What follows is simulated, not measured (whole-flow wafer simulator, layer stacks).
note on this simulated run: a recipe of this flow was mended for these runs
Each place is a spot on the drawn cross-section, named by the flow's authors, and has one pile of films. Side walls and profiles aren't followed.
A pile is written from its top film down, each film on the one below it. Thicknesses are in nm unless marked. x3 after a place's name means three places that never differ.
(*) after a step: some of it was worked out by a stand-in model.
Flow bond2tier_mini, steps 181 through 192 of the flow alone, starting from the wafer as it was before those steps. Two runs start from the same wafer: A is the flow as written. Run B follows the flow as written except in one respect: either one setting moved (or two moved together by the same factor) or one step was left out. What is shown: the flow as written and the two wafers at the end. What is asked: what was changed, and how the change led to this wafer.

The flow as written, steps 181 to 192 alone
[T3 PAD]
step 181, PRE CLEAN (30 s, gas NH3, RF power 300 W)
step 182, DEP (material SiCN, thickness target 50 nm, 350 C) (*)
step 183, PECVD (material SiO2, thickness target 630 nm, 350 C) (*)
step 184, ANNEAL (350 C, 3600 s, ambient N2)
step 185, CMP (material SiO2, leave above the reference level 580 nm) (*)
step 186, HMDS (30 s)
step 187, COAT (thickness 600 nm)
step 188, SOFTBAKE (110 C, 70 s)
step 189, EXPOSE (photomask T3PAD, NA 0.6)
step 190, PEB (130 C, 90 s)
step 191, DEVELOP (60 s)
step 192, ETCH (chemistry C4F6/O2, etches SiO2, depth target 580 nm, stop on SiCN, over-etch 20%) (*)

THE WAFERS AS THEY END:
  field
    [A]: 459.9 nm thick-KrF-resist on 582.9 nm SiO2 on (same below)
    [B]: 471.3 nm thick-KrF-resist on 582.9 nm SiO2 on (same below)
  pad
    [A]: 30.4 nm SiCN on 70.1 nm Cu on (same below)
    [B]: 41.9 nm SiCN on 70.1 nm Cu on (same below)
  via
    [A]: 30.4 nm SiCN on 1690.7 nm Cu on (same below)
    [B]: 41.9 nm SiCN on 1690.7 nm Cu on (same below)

What caused this: step 192, ETCH: over-etch 8.25% was run, whereas the flow has over-etch 20%.

How this came from the change, step by step:
  step 192, ETCH (chemistry C4F6/O2, etches SiO2, depth target 580 nm, stop on SiCN, over-etch 20%) (*)
      pad, via: A SiO2 loses 580 (all of it), SiCN loses 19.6 | B SiO2 loses 580 (all of it), SiCN loses 8.07
      field: A thick-KrF-resist loses 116 | B thick-KrF-resist loses 104.6
